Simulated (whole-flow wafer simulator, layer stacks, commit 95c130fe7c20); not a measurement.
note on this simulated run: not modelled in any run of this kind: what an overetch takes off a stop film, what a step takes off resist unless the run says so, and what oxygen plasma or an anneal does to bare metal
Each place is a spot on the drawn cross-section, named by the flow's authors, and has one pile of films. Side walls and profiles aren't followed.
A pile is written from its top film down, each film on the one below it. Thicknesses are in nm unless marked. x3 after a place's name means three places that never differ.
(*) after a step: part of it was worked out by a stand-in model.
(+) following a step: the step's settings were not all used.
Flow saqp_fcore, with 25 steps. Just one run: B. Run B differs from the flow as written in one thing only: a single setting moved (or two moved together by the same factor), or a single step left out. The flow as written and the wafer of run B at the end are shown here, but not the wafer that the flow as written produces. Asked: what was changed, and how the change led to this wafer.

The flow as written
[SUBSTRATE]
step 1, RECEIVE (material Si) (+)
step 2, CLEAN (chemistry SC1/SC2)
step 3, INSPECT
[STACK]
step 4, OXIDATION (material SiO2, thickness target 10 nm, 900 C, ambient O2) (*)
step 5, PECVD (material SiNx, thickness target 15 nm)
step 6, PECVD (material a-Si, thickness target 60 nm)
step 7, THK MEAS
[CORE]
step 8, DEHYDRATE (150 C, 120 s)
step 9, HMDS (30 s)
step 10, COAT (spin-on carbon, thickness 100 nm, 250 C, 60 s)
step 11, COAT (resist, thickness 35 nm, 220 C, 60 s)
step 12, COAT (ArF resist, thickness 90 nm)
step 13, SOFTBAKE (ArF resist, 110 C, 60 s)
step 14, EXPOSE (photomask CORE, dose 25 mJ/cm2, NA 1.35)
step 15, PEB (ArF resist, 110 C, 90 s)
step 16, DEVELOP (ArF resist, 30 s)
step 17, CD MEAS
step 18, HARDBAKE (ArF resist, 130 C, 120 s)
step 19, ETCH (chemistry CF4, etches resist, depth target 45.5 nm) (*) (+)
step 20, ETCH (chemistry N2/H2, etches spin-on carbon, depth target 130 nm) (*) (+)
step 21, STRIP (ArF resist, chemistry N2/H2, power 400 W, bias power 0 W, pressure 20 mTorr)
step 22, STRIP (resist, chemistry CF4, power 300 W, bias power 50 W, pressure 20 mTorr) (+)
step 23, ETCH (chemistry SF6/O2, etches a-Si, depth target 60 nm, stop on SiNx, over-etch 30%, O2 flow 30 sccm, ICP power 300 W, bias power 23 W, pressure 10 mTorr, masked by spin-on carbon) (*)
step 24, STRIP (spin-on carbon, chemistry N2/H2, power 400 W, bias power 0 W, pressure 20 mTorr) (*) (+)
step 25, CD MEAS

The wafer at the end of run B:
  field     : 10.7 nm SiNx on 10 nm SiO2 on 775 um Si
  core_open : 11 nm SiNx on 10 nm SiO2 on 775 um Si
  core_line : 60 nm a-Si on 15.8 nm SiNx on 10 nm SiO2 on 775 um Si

The reason: step 5, PECVD: thickness target 15.8 nm was run, though the flow has thickness target 15 nm.
The wafer lets one read it off: core_line has SiNx 15.8, and step 5 as written asks for 15 nm.

The path from the change to this, step by step:
  step 5, PECVD (material SiNx, thickness target 15 nm)
      field, core_open, core_line: SiNx gains 15.8 (new film) (as written it would have been: SiNx gains 15 (new film))
